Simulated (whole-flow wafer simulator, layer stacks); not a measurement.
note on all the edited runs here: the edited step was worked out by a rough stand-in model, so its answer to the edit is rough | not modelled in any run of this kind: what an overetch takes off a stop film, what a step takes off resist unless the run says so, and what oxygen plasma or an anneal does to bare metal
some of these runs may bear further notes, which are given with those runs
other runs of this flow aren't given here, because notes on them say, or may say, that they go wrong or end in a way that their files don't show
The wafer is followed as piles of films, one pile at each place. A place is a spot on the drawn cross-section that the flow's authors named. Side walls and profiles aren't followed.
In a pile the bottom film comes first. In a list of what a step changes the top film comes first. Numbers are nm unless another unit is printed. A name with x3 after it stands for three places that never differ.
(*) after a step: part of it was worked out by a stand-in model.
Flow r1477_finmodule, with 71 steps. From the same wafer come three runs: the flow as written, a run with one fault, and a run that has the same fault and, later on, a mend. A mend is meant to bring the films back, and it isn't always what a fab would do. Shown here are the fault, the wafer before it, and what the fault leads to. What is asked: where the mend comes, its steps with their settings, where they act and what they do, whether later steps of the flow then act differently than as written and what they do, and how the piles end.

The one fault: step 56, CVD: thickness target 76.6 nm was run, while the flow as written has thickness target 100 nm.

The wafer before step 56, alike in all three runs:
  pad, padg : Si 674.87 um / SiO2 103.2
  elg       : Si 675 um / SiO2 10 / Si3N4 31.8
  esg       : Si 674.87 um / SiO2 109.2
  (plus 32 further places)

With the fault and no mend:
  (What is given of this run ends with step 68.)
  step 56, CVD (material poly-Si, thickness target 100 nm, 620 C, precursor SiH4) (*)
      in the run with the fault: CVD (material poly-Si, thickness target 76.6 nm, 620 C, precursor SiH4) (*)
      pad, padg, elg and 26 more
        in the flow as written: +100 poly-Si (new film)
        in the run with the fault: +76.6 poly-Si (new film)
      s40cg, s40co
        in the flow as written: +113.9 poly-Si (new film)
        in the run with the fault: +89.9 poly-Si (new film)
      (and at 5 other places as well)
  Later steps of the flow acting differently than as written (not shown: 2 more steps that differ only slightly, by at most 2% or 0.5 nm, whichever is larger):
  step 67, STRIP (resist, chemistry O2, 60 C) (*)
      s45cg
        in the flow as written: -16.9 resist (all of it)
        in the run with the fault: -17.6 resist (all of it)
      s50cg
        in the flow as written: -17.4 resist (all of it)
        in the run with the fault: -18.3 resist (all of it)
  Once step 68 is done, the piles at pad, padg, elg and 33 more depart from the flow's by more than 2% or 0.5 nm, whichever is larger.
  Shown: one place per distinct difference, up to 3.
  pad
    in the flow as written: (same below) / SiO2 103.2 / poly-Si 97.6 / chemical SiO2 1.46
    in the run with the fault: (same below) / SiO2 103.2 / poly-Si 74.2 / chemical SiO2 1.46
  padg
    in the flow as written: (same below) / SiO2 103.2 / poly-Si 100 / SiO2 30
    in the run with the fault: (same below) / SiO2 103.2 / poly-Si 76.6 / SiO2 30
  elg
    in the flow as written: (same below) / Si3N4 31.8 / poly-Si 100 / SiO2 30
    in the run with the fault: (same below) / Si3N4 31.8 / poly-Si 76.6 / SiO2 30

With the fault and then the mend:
  The mend stands after step 56.
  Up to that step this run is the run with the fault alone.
  step 56a, ETCH (chemistry tmah, depth target 139.1 nm)
      pad, padg, elg and 26 more
        -76.6 poly-Si (all of it)
      s40cg, s40co
        -89.9 poly-Si (all of it)
      s45cg, s45co
        -89.2 poly-Si (all of it)
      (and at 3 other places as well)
  step 56b, CLEAN (chemistry SC1, 46 C, 45 s) (*) (the flow's step 48 again)
      s40sg_line, s45sg_line, s50sg_line, s40so_line, s45so_line, s50so_line
        -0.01 SiO2
  step 56c, CVD (material poly-Si, thickness target 100 nm, 620 C, precursor SiH4) (*) (the flow's step 56 again)
      pad, padg, elg and 26 more
        +100 poly-Si (new film)
      s40cg, s40co
        +113.9 poly-Si (new film)
      s45cg, s45co
        +113.4 poly-Si (new film)
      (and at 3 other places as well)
  Every later step of the flow that is run acts as written, at every place that is followed, to within 2% or 0.5 nm, whichever is larger.
  The piles end only slightly different from the flow's at the places that both follow, by no more than 2% or 0.5 nm, whichever is larger.
